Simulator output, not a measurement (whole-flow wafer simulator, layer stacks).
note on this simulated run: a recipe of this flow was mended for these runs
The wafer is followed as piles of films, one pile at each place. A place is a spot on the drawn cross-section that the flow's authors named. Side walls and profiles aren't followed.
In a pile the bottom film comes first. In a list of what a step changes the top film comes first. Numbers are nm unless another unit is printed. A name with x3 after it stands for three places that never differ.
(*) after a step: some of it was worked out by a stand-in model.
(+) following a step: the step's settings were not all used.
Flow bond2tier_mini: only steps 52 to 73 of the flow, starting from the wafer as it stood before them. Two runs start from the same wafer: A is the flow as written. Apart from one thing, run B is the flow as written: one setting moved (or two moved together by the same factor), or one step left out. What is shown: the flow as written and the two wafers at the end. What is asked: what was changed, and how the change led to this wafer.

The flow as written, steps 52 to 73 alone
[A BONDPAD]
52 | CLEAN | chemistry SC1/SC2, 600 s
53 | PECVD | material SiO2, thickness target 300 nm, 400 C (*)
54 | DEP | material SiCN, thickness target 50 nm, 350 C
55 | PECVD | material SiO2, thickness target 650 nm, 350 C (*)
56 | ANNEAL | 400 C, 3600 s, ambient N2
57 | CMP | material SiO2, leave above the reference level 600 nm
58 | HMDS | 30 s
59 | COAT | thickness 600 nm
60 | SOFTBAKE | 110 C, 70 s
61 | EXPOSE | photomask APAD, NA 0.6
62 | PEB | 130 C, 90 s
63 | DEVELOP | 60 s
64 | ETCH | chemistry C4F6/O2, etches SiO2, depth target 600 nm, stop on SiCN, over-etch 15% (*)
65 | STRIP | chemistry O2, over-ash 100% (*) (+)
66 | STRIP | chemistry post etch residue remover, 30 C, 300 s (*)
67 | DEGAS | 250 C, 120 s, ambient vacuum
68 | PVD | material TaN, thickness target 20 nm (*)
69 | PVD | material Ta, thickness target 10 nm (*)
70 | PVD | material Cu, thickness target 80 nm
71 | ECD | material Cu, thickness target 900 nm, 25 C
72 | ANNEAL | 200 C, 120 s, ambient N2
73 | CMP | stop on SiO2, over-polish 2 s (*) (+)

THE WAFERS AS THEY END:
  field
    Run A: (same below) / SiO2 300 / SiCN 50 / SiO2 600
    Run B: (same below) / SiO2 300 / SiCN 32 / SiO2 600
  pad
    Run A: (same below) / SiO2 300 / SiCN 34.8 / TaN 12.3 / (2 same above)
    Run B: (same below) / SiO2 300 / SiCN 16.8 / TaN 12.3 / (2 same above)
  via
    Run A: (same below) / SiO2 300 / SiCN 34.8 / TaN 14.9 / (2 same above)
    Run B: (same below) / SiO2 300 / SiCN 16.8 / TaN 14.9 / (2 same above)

The reason: step 54, DEP: thickness target 32 nm was run, though the flow has thickness target 50 nm.
The wafer itself shows it: field has SiCN 32, and step 54 as written asks for 50 nm.

Step by step, how the change led to this:
  54 | DEP | material SiCN, thickness target 50 nm, 350 C
      field, pad, via: A +50 SiCN (new film) | B +32 SiCN (new film)
